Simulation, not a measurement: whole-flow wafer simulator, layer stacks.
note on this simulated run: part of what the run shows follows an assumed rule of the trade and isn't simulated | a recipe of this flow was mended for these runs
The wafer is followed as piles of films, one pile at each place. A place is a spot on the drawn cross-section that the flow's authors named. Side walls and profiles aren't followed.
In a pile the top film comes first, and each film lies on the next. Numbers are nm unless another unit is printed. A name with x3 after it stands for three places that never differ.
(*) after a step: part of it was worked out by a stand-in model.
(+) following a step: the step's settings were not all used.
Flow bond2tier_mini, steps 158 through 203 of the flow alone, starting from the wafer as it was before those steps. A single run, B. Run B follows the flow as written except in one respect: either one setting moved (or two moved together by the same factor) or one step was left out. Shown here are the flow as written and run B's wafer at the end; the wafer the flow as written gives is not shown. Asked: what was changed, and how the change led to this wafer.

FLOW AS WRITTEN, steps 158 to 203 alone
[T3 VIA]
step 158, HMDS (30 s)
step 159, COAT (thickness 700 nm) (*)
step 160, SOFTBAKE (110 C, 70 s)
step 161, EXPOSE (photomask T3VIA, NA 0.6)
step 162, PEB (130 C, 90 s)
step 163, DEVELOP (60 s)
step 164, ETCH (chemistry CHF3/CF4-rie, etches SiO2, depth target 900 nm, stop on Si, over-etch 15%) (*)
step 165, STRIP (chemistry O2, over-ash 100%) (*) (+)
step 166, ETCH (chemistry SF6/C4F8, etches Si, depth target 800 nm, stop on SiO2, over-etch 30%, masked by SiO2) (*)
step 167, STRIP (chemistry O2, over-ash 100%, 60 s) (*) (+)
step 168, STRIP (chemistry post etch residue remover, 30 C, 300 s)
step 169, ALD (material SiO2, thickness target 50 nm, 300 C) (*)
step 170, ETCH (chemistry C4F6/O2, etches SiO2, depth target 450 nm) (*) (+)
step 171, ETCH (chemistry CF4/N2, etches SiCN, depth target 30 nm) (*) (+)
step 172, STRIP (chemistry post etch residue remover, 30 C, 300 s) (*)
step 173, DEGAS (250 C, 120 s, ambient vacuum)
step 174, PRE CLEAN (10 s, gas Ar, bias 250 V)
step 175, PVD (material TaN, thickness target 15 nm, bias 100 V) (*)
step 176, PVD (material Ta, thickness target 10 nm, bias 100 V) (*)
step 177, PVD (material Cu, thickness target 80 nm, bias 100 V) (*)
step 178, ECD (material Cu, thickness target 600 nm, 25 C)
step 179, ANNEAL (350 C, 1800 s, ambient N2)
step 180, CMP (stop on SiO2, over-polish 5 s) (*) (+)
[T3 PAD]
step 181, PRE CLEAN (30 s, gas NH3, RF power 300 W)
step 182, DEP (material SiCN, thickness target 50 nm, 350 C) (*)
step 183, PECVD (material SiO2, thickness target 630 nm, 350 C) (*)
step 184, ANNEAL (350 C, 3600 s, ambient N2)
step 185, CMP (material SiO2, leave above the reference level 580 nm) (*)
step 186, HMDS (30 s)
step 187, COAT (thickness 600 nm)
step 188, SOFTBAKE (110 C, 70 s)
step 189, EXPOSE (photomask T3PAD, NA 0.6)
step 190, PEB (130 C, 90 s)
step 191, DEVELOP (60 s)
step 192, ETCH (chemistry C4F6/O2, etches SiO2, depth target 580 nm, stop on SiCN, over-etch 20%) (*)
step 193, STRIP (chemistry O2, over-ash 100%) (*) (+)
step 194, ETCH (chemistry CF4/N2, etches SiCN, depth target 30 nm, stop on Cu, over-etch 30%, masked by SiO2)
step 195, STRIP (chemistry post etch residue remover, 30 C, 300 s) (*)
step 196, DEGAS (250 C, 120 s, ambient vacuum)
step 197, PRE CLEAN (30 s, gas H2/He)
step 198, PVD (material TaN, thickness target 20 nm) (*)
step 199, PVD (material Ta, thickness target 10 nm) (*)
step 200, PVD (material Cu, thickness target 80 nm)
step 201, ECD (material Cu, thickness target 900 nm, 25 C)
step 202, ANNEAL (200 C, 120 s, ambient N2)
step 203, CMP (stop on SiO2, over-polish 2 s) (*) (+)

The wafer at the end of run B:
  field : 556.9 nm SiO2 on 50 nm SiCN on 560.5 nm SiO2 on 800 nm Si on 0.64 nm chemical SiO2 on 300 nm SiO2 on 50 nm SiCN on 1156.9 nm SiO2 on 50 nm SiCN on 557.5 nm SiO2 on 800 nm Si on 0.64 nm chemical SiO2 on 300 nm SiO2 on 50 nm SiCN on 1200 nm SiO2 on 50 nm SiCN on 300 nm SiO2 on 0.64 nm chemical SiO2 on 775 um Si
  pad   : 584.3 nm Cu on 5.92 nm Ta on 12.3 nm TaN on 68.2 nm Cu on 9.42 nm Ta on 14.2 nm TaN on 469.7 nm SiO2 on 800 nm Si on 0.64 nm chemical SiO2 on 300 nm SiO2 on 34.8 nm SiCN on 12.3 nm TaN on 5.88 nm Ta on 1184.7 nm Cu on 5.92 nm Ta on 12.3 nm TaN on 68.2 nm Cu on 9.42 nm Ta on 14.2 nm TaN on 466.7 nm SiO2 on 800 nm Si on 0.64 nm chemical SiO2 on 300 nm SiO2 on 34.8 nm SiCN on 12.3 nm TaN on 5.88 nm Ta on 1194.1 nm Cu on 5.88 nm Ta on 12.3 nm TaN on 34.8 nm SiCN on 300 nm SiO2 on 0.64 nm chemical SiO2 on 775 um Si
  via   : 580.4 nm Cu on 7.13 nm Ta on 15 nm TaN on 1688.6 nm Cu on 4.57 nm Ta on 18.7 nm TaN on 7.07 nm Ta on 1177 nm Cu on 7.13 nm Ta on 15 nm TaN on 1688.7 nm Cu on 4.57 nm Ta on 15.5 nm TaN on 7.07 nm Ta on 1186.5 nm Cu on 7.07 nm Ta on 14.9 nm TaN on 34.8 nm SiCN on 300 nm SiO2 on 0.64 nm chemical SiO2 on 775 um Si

The reason: step 174, PRE CLEAN: 10 s, gas Ar, bias 250 V, was omitted.

The path from the change to this, step by step:
  (no step that both runs have acts differently by more than 2% or 0.5 nm, whichever is larger)
